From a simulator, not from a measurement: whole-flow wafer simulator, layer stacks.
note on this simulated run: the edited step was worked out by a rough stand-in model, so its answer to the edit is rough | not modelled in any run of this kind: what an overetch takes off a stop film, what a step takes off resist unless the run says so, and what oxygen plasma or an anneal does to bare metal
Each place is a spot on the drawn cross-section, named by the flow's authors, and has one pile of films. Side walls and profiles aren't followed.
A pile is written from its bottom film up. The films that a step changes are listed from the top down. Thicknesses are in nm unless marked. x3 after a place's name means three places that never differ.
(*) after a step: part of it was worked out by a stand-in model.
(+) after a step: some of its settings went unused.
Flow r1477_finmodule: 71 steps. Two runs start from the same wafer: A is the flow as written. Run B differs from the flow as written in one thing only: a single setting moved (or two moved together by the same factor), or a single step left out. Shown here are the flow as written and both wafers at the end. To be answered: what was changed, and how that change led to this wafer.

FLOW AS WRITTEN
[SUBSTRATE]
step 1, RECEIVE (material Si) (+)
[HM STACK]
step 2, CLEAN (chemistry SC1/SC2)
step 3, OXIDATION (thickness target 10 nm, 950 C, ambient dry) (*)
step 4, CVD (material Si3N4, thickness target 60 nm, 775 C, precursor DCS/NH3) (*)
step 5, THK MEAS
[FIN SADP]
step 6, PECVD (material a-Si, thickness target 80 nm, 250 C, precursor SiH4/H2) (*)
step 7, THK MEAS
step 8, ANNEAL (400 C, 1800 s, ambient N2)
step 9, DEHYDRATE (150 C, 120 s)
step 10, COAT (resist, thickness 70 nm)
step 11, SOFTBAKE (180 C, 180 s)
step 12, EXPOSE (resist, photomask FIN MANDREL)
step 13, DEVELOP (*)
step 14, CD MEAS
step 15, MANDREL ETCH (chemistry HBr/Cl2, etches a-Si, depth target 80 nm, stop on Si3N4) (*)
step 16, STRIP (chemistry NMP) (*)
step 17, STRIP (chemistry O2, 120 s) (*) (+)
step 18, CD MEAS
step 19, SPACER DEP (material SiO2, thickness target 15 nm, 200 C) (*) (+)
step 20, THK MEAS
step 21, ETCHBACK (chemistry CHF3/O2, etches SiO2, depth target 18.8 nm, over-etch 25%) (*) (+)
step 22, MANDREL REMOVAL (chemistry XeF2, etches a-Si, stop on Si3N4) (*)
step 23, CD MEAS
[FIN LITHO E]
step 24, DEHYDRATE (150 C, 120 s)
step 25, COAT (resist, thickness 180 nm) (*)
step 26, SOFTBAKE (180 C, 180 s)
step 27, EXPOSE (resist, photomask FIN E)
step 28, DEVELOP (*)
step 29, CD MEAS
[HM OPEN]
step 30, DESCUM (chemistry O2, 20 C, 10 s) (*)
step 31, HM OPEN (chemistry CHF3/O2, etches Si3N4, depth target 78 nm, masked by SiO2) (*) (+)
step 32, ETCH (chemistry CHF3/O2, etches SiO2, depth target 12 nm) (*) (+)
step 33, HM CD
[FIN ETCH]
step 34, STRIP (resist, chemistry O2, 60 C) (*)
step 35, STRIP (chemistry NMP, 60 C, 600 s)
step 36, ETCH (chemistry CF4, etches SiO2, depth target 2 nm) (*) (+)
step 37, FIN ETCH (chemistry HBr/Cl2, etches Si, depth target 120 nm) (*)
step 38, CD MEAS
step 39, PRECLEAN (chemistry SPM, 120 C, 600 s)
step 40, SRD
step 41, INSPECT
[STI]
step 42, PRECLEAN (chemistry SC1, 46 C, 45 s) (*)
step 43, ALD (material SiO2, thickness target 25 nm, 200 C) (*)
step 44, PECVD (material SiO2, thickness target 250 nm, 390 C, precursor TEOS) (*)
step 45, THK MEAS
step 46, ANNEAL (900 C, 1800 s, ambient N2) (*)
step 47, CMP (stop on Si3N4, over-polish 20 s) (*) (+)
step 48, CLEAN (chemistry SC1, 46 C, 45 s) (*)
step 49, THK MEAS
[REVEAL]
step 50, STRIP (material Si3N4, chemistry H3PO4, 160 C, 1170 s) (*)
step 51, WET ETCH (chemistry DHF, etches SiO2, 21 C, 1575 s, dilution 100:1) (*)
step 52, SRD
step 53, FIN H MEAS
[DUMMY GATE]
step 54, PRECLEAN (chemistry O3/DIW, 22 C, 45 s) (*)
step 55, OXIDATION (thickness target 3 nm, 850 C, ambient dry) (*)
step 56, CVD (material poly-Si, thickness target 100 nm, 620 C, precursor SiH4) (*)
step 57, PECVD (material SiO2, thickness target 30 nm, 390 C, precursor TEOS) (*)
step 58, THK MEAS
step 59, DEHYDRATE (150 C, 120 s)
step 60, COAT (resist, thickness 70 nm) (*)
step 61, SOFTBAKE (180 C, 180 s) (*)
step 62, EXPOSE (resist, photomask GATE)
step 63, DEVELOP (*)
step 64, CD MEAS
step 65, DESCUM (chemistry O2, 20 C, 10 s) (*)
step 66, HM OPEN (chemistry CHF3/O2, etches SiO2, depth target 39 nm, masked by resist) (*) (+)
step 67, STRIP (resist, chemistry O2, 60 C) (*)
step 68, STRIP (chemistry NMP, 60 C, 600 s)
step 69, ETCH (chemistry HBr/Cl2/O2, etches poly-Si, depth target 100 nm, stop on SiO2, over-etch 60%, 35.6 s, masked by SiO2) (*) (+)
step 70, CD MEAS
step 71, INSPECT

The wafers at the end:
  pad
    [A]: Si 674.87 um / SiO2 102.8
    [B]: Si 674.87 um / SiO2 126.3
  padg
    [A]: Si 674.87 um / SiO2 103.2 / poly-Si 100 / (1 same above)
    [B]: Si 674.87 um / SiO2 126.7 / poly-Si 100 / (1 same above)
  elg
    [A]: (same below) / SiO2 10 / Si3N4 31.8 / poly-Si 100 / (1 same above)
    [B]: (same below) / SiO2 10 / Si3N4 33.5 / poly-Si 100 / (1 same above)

What caused this: step 51, WET ETCH: 1142 s was run, whereas the flow has 1575 s.

Step by step, how the change led to this:
  step 51, WET ETCH (chemistry DHF, etches SiO2, 21 C, 1575 s, dilution 100:1) (*)
      pad, padg, e40sg and 12 more: A SiO2 loses 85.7 | B SiO2 loses 62.1
      elg, e40lg, e100lg, e200lg, elo, e40lo, e100lo, e200lo: A SiO2 loses 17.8 (all of it), Si3N4 loses 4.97 | B SiO2 loses 17.8 (all of it), Si3N4 loses 3.21
      (and at 7 other places as well)
  step 56, CVD (material poly-Si, thickness target 100 nm, 620 C, precursor SiH4) (*)
      s40cg, s40co: A poly-Si gains 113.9 (new film) | B poly-Si gains 100 (new film)
      s45cg, s45co: A poly-Si gains 113.4 (new film) | B poly-Si gains 100 (new film)
      (and at 3 other places as well)
  step 60, COAT (resist, thickness 70 nm) (*)
      e40sg, eso, e40so: A resist gains 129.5 (new film) | B resist gains 108.8 (new film)
      e100sg, e100so: A resist gains 129.4 (new film) | B resist gains 108.8 (new film)
      (and at 20 other places as well)
  step 63, DEVELOP (*)
      eso, e40so: A resist loses 129.5 (all of it) | B resist loses 108.8 (all of it)
      e100so: A resist loses 129.4 (all of it) | B resist loses 108.8 (all of it)
      (and at 10 other places as well)
  step 67, STRIP (resist, chemistry O2, 60 C) (*)
      e100lg, e200lg: A resist loses 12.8 (all of it) | B resist loses 13.9 (all of it)
      e40lg: A resist loses 12.8 (all of it) | B resist loses 13.8 (all of it)
      (and at 12 other places as well)
  step 69, ETCH (chemistry HBr/Cl2/O2, etches poly-Si, depth target 100 nm, stop on SiO2, over-etch 60%, 35.6 s, masked by SiO2) (*) (+)
      s40co: A chemical SiO2 loses 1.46 (all of it), poly-Si loses 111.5 (all of it), SiO2 loses 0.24 | B chemical SiO2 loses 1.35 (all of it), poly-Si loses 97.6 (all of it), SiO2 loses 0.42
      s45co: A chemical SiO2 loses 1.46 (all of it), poly-Si loses 110.9 (all of it), SiO2 loses 0.25 | B chemical SiO2 loses 1.35 (all of it), poly-Si loses 97.6 (all of it), SiO2 loses 0.42
      (and at 1 other place as well)
